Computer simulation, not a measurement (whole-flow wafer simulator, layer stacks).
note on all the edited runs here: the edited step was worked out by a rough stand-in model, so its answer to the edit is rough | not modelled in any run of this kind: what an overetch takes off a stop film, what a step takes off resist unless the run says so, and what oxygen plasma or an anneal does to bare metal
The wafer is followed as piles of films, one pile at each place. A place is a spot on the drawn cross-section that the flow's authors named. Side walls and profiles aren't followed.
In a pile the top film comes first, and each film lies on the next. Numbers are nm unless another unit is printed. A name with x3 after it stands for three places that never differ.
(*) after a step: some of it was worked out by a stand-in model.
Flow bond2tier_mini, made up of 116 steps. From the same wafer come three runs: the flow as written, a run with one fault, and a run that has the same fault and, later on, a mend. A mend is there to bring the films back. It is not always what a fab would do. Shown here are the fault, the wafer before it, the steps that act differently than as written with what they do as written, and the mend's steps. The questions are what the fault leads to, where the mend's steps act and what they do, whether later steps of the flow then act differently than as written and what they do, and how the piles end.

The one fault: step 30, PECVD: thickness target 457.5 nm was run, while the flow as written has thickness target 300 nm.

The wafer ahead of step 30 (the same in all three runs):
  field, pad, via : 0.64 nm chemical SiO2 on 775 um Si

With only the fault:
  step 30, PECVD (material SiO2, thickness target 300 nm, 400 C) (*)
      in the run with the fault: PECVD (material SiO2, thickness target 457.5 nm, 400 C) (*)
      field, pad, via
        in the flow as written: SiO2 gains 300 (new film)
        in the run with the fault: SiO2 gains 457.5 (new film)
  Every later step of the flow that is run acts as written at every place that is followed.
  The piles end different from the flow's at field, pad by more than 2% or 0.5 nm, whichever is larger.
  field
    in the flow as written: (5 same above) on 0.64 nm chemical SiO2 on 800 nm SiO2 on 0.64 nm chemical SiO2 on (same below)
    in the run with the fault: (5 same above) on 0.64 nm chemical SiO2 on 957.5 nm SiO2 on 0.64 nm chemical SiO2 on (same below)
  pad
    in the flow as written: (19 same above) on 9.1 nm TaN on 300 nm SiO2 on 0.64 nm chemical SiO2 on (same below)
    in the run with the fault: (19 same above) on 9.1 nm TaN on 457.5 nm SiO2 on 0.64 nm chemical SiO2 on (same below)

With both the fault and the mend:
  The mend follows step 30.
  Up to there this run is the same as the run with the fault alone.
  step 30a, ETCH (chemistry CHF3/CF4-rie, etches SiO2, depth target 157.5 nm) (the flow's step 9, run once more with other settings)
      field, pad, via
        SiO2 loses 157.5
  Every later step of the flow that is run acts as written at every place that is followed.
  By the end, the piles equal the flow's at every place that both follow.
